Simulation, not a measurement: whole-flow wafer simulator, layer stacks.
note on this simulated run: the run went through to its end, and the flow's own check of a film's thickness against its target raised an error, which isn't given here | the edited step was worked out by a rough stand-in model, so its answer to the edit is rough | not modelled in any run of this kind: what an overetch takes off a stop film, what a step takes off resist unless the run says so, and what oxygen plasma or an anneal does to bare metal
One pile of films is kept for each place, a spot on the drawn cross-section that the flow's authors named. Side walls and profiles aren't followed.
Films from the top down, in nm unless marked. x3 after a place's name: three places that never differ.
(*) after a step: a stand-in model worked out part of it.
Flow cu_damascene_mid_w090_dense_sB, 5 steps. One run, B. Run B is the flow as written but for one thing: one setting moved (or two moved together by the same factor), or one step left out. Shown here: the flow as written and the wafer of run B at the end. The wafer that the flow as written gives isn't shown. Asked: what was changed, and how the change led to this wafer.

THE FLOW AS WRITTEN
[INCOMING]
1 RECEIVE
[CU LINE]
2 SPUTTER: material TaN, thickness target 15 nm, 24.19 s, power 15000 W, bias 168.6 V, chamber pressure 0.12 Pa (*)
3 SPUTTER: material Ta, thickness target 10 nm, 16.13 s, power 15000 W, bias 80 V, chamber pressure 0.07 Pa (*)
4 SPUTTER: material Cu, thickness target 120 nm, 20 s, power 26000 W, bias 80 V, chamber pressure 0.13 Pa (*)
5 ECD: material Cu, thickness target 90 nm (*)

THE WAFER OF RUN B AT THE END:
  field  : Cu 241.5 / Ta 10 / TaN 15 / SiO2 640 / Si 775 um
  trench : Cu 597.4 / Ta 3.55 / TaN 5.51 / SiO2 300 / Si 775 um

The cause: step 5, ECD: thickness target 121.5 nm was run, where the flow has thickness target 90 nm.

How the change led to this, step by step:
  5 ECD: material Cu, thickness target 90 nm (*)
      field: Cu +121.5 (as written it would be: Cu +90)
      trench: Cu +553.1 (as written it would be: Cu +521.6)
